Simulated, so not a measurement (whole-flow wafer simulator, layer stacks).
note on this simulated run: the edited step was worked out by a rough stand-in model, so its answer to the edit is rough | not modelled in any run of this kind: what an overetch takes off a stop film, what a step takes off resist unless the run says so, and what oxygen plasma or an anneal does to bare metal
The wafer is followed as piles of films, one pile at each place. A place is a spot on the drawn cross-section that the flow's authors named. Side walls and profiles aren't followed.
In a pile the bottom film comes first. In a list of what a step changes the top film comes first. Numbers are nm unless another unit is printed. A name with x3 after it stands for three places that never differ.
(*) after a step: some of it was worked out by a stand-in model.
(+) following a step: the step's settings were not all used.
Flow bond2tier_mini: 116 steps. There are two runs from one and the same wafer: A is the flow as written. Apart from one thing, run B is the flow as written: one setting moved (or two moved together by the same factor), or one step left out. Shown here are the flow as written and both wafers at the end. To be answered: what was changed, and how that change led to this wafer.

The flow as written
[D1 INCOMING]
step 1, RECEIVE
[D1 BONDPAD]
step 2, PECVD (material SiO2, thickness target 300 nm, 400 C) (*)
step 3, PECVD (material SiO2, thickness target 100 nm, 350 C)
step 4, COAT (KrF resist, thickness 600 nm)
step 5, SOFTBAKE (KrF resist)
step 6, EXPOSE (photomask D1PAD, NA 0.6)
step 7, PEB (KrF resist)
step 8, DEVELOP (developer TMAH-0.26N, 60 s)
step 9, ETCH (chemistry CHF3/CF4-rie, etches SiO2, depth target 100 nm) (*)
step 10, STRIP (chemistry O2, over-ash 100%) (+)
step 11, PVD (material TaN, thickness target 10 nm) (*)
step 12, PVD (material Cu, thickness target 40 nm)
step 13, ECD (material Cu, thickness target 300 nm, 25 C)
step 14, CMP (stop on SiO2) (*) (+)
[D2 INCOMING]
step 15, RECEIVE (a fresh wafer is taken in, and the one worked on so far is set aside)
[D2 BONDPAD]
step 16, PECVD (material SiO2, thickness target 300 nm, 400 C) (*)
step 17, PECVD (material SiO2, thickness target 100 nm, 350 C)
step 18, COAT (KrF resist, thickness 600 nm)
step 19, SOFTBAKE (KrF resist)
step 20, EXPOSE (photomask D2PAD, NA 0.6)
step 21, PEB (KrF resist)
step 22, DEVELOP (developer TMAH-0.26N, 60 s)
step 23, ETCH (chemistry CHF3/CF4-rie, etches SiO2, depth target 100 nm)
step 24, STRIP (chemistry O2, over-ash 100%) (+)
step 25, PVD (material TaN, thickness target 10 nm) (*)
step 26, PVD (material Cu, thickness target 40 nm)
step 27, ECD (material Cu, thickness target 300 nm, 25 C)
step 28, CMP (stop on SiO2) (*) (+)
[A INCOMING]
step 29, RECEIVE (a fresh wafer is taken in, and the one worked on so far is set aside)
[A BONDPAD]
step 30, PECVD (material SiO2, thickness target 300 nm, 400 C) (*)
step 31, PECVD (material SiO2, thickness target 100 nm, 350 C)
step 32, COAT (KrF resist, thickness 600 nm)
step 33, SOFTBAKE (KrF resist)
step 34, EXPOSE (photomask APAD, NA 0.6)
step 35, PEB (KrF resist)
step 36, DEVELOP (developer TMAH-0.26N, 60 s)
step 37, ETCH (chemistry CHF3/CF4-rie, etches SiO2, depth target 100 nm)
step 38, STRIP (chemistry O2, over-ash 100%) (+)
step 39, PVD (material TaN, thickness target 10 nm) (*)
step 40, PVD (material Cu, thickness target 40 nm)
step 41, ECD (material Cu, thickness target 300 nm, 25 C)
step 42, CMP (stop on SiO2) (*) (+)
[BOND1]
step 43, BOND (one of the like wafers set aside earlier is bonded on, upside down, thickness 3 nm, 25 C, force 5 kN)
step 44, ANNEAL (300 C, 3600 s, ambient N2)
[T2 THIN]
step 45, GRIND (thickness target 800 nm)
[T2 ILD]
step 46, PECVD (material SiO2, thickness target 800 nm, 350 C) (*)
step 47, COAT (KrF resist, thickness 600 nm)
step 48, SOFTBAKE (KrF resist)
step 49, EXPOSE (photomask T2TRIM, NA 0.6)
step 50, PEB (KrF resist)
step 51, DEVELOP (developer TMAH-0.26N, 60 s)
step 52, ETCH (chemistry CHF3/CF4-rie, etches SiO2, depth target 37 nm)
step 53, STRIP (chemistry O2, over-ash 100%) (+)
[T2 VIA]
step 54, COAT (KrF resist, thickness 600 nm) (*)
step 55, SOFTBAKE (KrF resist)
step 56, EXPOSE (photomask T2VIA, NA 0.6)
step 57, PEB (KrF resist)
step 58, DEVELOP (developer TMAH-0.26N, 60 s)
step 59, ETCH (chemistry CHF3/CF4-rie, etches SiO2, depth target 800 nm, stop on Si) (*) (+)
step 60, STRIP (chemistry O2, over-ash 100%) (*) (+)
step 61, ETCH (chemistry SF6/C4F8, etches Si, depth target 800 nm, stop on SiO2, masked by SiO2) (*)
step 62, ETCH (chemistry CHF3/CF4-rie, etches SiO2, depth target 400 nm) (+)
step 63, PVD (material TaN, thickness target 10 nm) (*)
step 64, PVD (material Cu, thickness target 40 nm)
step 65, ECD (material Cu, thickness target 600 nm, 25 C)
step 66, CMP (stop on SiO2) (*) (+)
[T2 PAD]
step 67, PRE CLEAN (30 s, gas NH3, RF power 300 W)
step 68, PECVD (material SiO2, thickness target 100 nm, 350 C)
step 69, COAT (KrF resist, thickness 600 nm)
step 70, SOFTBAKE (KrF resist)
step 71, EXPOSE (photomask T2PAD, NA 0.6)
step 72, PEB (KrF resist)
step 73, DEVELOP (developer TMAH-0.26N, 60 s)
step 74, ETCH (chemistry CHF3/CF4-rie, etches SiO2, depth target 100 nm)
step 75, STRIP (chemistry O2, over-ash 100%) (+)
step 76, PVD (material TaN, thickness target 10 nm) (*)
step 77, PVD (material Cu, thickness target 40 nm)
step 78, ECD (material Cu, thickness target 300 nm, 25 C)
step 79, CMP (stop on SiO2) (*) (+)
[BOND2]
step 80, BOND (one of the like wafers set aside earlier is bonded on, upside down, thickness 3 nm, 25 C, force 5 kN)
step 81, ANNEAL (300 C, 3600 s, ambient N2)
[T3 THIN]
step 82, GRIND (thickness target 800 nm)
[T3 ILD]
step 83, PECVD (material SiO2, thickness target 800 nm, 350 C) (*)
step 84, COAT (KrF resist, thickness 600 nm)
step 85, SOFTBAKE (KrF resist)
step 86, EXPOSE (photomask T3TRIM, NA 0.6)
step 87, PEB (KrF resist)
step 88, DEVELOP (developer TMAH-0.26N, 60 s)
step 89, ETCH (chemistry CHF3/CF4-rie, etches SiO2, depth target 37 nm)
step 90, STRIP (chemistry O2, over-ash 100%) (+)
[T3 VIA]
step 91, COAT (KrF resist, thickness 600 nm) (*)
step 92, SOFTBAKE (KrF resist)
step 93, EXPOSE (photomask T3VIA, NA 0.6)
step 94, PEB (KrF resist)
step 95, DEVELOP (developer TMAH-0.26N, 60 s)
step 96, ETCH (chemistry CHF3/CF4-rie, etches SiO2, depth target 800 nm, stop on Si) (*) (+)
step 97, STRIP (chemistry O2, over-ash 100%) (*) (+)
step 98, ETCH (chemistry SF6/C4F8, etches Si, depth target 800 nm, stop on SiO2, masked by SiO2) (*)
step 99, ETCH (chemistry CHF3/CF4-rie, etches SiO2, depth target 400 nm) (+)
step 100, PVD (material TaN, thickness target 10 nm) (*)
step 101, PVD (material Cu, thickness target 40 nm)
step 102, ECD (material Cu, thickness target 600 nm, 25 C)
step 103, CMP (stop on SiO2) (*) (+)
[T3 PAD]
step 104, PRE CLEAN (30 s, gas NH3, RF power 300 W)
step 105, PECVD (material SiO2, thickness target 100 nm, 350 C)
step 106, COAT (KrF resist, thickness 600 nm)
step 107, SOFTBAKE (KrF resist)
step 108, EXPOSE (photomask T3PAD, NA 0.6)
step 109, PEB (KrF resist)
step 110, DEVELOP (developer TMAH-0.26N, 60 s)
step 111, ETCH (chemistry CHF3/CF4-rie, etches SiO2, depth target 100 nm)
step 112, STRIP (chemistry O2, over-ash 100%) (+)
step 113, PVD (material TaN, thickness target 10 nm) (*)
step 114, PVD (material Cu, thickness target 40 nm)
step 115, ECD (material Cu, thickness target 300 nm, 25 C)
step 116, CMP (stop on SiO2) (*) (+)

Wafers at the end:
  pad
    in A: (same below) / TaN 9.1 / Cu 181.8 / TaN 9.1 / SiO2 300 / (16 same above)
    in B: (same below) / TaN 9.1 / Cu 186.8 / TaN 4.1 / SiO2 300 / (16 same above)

The reason: step 11, PVD: thickness target 4.5 nm was run, though the flow has thickness target 10 nm.

Step by step, how the change led to this:
  step 11, PVD (material TaN, thickness target 10 nm) (*)
      field: A TaN gains 10 (new film) | B TaN gains 4.5 (new film)
      pad: A TaN gains 9.1 (new film) | B TaN gains 4.1 (new film)
      (and at 1 other place as well)
  step 14, CMP (stop on SiO2) (*) (+)
      field: A Cu loses 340 (all of it), TaN loses 10 (all of it) | B Cu loses 340 (all of it), TaN loses 4.5 (all of it)
  step 43, BOND (one of the like wafers set aside earlier is bonded on, upside down, thickness 3 nm, 25 C, force 5 kN)
      pad: A Si gains 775 um (new film), chemical SiO2 gains 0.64 (new film), SiO2 gains 300 (new film), TaN gains 9.1 (new film), Cu gains 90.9 | B Si gains 775 um (new film), chemical SiO2 gains 0.64 (new film), SiO2 gains 300 (new film), TaN gains 4.1 (new film), Cu gains 95.9
      via: A Si gains 775 um (new film), chemical SiO2 gains 0.64 (new film), SiO2 gains 300 (new film), TaN gains 9.97 (new film), Cu gains 90 | B Si gains 775 um (new film), chemical SiO2 gains 0.64 (new film), SiO2 gains 300 (new film), TaN gains 4.49 (new film), Cu gains 95.5
